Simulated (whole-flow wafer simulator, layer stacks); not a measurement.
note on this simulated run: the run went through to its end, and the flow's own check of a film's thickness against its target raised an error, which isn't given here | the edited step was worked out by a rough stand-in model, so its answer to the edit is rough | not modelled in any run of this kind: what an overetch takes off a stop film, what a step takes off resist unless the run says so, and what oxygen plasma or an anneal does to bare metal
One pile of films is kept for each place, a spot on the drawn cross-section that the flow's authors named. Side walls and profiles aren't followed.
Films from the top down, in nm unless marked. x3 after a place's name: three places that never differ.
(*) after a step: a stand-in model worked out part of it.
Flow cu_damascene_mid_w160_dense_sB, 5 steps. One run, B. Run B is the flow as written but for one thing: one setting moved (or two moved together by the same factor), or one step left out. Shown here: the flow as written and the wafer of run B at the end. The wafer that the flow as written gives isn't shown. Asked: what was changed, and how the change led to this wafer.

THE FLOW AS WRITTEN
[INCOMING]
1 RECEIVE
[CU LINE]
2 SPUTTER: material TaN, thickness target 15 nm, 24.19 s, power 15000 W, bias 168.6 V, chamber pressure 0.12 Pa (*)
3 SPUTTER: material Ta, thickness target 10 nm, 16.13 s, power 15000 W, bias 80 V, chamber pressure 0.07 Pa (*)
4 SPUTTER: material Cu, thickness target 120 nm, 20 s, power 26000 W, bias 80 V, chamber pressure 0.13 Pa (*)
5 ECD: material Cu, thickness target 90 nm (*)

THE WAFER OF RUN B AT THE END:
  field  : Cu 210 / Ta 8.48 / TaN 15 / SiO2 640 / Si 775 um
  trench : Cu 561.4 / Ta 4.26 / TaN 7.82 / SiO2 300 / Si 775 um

The cause: step 3, SPUTTER: power 12720 W was run, where the flow has power 15000 W.

How the change led to this, step by step:
  3 SPUTTER: material Ta, thickness target 10 nm, 16.13 s, power 15000 W, bias 80 V, chamber pressure 0.07 Pa (*)
      field: Ta +8.48 (new film) (as written it would be: Ta +10 (new film))
      trench: Ta +4.26 (new film) (as written it would be: Ta +5.14 (new film))
